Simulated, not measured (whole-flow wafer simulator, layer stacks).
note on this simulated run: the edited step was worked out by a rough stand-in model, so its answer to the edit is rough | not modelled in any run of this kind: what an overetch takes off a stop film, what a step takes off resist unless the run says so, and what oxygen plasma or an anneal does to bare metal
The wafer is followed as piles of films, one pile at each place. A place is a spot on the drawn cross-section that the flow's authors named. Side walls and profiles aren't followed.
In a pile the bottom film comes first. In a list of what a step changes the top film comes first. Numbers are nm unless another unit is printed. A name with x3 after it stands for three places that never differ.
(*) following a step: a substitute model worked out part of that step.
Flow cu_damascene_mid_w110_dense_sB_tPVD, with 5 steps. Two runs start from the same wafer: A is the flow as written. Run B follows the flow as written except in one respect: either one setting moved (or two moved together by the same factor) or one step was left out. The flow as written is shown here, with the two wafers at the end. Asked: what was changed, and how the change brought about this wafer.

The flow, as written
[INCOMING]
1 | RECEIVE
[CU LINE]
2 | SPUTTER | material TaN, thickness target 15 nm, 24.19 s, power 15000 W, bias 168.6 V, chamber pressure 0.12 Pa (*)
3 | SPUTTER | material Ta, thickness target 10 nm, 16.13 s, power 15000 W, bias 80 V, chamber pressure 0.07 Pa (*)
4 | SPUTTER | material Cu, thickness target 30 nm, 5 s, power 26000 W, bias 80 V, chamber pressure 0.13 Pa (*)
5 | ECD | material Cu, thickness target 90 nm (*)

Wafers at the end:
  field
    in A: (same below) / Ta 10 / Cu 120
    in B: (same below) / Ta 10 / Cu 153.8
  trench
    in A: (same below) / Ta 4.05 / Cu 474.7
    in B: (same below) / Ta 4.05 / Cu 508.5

Cause: step 5, ECD: thickness target 123.8 nm was run, though the flow has thickness target 90 nm.

Step by step, how the change led to this:
  5 | ECD | material Cu, thickness target 90 nm (*)
      field: A Cu gains 90 | B Cu gains 123.8
      trench: A Cu gains 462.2 | B Cu gains 496
